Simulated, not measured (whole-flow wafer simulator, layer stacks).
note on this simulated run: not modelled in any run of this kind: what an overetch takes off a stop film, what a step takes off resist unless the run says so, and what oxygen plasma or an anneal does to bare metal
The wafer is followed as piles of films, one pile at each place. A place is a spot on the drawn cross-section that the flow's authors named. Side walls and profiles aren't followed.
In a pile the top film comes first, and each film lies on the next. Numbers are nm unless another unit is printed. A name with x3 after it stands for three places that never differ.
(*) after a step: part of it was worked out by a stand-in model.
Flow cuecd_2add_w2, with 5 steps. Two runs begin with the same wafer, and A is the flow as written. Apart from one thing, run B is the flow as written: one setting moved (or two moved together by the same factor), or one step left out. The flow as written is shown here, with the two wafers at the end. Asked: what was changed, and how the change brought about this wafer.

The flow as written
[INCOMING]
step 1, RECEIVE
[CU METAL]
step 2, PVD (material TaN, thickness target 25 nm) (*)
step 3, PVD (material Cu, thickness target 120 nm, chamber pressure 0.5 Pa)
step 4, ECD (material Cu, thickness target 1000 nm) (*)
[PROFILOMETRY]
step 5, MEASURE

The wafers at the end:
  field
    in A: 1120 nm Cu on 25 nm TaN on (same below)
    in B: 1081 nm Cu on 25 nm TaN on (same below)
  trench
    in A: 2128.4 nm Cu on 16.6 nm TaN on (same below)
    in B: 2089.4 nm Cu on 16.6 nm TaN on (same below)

The reason: step 3, PVD: thickness target 81 nm was run, while the flow as written has thickness target 120 nm.

Step by step, how the change led to this:
  step 3, PVD (material Cu, thickness target 120 nm, chamber pressure 0.5 Pa)
      field: A +120 Cu (new film) | B +81 Cu (new film)
      trench: A +80.8 Cu (new film) | B +54.7 Cu (new film)
